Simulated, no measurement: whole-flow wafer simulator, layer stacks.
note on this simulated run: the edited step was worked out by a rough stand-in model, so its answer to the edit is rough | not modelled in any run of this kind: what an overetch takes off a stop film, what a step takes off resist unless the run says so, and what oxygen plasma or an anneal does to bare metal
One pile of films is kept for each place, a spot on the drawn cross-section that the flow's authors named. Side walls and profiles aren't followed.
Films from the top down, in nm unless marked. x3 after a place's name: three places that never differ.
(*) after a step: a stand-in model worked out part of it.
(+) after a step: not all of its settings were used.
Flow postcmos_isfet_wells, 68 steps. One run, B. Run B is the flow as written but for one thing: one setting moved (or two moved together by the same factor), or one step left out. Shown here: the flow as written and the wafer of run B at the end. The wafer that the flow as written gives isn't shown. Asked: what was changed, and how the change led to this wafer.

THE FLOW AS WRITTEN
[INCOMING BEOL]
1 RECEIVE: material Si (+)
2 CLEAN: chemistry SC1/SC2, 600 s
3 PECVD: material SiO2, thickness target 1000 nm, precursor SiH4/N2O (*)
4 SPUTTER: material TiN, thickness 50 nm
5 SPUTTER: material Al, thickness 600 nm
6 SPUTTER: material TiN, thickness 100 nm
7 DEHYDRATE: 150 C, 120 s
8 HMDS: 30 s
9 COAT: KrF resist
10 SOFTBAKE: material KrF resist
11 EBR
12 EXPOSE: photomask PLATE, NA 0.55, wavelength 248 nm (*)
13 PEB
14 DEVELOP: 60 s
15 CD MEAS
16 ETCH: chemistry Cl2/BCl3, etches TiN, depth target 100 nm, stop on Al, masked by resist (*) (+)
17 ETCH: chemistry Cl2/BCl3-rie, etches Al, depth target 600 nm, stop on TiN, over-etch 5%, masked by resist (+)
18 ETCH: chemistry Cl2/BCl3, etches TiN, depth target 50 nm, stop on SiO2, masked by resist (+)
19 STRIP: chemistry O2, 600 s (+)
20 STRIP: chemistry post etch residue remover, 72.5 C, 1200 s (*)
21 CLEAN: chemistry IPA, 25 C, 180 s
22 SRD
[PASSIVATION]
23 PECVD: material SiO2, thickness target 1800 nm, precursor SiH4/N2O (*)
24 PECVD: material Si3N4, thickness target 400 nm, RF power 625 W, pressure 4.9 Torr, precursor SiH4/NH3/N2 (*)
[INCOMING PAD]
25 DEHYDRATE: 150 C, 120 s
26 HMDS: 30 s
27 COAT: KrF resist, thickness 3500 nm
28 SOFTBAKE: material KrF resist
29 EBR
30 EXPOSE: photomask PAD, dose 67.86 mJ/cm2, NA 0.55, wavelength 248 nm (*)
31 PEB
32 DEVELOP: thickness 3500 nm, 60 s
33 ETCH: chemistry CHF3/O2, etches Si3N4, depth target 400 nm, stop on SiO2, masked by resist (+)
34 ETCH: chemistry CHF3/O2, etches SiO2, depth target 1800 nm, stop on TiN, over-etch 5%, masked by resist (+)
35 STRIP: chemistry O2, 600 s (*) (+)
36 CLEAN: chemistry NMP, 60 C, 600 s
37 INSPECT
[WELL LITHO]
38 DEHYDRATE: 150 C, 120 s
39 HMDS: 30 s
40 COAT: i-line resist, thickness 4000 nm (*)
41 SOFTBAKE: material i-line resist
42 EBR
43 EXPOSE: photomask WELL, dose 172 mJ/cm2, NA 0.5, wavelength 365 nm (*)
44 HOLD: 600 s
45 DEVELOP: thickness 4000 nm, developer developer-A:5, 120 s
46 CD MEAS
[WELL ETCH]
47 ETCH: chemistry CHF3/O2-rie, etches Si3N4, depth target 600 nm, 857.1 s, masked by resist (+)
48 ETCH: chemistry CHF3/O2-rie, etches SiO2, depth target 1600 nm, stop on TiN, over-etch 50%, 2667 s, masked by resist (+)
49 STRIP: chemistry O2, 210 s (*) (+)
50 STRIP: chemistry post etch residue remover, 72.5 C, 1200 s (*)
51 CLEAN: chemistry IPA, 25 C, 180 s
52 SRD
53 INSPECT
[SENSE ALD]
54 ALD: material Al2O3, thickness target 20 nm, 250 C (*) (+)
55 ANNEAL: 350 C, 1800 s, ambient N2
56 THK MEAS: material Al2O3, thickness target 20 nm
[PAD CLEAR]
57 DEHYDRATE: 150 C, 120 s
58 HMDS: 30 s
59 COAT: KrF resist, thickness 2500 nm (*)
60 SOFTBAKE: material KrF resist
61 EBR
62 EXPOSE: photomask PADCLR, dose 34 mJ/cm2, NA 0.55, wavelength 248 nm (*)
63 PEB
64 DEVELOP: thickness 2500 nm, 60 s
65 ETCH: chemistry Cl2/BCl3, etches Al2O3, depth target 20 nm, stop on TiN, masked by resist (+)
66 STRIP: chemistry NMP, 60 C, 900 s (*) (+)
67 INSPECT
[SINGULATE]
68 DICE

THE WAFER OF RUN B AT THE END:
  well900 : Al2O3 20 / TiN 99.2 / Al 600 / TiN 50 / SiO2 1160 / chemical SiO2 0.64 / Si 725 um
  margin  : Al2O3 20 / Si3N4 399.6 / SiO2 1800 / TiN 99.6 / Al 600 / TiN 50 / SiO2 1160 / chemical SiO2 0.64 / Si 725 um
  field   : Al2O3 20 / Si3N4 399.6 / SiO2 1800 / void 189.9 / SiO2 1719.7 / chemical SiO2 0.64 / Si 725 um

The cause: step 3, PECVD: thickness target 1160 nm was run, where the flow has thickness target 1000 nm.
It can be read off the wafer: well900 has SiO2 1160, and step 3 as written asks for 1000 nm.

How the change led to this, step by step:
  3 PECVD: material SiO2, thickness target 1000 nm, precursor SiH4/N2O (*)
      field, margin, well900, well1300 x3, pad_rim, pad_clr, pad_open: SiO2 +1160 (new film) (as written it would be: SiO2 +1000 (new film))
